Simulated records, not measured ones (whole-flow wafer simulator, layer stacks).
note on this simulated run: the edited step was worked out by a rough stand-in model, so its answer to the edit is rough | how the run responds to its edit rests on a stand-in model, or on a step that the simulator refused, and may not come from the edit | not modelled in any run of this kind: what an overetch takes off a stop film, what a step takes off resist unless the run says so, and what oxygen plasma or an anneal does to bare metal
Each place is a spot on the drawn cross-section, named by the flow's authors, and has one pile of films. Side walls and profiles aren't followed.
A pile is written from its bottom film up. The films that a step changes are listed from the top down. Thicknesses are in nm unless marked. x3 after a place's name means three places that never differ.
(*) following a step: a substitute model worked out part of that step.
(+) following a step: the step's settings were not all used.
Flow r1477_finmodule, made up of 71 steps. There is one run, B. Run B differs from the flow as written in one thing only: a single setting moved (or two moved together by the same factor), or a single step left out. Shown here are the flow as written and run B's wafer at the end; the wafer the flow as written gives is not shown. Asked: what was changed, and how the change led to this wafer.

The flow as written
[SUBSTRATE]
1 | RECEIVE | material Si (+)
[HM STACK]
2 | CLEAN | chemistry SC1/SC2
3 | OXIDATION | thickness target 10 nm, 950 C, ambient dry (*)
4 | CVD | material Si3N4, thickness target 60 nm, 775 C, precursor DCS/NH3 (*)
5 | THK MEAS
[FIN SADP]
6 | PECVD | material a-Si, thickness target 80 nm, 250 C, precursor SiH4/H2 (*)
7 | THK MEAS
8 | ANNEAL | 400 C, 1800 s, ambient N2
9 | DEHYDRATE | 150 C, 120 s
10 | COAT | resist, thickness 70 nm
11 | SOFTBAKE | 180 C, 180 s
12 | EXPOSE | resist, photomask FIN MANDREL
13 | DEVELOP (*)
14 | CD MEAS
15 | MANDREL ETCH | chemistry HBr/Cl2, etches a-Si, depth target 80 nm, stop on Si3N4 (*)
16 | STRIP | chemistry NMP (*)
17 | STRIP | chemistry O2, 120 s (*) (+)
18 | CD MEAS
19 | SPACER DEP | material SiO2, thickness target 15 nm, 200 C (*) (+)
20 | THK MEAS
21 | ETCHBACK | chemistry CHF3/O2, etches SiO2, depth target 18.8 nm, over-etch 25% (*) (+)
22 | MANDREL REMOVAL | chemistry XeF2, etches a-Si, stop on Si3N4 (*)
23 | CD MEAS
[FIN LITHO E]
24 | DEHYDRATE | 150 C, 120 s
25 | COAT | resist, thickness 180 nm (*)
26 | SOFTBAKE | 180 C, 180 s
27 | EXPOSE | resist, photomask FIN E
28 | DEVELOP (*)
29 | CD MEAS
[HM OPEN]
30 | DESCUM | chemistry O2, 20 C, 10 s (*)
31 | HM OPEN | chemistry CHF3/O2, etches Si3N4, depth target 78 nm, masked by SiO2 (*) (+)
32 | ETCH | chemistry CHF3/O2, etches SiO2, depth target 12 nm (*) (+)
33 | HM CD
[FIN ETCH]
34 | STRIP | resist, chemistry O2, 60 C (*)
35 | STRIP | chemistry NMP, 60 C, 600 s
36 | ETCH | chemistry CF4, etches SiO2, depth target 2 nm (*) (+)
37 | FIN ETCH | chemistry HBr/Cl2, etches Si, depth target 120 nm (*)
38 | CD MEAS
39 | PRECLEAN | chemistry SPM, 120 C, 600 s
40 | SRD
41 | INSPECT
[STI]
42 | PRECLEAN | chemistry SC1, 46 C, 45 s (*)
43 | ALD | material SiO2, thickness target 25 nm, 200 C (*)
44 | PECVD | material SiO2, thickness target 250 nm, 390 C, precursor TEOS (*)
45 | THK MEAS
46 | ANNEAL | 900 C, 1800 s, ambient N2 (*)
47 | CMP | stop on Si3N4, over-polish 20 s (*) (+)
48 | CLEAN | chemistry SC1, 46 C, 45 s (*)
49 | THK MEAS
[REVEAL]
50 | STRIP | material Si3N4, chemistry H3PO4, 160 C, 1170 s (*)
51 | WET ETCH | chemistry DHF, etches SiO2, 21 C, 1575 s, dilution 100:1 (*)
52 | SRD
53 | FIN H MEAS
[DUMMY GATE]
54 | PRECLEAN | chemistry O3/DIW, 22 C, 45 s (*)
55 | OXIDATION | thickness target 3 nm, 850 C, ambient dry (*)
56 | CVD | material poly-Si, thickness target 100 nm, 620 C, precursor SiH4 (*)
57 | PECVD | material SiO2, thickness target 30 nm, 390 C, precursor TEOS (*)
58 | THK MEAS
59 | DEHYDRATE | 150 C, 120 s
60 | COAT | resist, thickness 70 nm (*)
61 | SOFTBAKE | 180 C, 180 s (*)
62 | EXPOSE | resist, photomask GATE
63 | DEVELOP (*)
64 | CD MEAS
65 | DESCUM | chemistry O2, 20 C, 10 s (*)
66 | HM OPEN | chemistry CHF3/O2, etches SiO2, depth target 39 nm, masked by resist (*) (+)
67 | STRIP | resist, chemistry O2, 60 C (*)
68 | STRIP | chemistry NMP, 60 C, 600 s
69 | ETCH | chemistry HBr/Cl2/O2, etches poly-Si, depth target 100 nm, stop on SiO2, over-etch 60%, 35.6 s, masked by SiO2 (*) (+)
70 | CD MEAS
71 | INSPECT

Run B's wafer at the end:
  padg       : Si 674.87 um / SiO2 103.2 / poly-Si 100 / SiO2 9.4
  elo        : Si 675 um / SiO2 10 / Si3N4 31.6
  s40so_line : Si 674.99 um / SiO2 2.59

Cause: step 57, PECVD: thickness target 14.7 nm was run, while the flow as written has thickness target 30 nm.

Step by step, how the change led to this:
  57 | PECVD | material SiO2, thickness target 30 nm, 390 C, precursor TEOS (*)
      pad, padg, elg and 33 more: +14.7 SiO2 (new film) (it would be, as written: +30 SiO2 (new film))
  66 | HM OPEN | chemistry CHF3/O2, etches SiO2, depth target 39 nm, masked by resist (*) (+)
      pad, elo, eso and 15 more: -14.7 SiO2 (all of it), -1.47 poly-Si (it would be, as written: -30 SiO2 (all of it), -1.8 poly-Si)
      padg, elg, esg and 15 more: -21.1 resist (it would be, as written: -37.4 resist)
  67 | STRIP | resist, chemistry O2, 60 C (*)
      padg, elg, esg: -32.1 resist (all of it) (it would be, as written: -15.9 resist (all of it))
      e40lg, e100lg, e200lg: -29 resist (all of it) (it would be, as written: -12.8 resist (all of it))
      (and at 12 other places as well)
